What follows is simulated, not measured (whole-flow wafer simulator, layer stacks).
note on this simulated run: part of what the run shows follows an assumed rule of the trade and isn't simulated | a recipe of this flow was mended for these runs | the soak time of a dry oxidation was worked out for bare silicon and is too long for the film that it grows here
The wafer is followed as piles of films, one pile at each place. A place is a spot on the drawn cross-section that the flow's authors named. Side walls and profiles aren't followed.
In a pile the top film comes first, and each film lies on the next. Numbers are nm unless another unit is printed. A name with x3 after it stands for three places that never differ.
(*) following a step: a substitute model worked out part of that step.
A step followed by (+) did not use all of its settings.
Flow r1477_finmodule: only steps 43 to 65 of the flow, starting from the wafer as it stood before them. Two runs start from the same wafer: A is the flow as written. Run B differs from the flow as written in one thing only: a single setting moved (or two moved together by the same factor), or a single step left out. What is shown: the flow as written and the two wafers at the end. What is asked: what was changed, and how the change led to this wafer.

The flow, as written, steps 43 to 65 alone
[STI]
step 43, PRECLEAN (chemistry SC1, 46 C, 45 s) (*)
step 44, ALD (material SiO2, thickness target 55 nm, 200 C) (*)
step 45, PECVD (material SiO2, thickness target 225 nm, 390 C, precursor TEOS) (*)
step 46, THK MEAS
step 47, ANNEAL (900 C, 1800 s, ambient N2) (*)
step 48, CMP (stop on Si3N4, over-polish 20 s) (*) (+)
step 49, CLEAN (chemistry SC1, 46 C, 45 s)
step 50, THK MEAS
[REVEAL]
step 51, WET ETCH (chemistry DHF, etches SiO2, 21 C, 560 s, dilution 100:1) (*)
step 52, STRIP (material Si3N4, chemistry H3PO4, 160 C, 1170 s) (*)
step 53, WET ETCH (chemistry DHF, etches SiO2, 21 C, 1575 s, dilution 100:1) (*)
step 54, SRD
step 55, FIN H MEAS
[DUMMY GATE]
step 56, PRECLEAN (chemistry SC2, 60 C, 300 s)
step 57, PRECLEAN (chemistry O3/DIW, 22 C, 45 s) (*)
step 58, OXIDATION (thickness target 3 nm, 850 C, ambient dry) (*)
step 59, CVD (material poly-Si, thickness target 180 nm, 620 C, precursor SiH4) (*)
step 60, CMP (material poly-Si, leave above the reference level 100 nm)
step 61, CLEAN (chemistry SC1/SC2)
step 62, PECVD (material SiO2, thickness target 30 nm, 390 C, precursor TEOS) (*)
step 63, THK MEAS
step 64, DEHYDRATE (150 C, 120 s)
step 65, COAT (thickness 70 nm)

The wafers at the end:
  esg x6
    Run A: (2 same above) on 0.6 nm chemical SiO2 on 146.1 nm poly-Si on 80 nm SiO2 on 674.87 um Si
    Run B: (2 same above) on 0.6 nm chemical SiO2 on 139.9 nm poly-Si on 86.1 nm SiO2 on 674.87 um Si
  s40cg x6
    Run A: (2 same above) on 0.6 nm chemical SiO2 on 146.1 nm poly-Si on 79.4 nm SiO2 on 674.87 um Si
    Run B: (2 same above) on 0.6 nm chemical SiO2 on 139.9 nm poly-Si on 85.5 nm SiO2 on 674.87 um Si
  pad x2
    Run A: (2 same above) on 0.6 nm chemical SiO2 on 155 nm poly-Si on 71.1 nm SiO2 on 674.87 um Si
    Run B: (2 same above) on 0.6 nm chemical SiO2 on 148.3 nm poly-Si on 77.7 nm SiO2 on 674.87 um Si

What caused this: step 51, WET ETCH: 437 s was run, though the flow has 560 s.

Step by step, how the change led to this:
  step 51, WET ETCH (chemistry DHF, etches SiO2, 21 C, 560 s, dilution 100:1) (*)
      elg x8: A SiO2 loses 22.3 (all of it), Si3N4 loses 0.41 | B SiO2 loses 21.9
      esg x6, e200sg x2, s40cg x6, s40sg x6: A SiO2 loses 28.1 | B SiO2 loses 21.9
      (and at 2 other places as well)
  step 52, STRIP (material Si3N4, chemistry H3PO4, 160 C, 1170 s) (*)
      elg x8: A Si3N4 loses 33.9 (all of it), SiO2 loses 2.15 | B SiO2 loses 0.34 (all of it), Si3N4 loses 34.3 (all of it), SiO2 loses 2.14
  step 59, CVD (material poly-Si, thickness target 180 nm, 620 C, precursor SiH4) (*)
      esg x6, s40cg x6, s40sg x6: A poly-Si gains 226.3 (new film) | B poly-Si gains 220.1 (new film)
      e200sg x2: A poly-Si gains 219.2 (new film) | B poly-Si gains 213.1 (new film)
  step 60, CMP (material poly-Si, leave above the reference level 100 nm)
      pad x2: A poly-Si loses 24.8 | B poly-Si loses 31.4
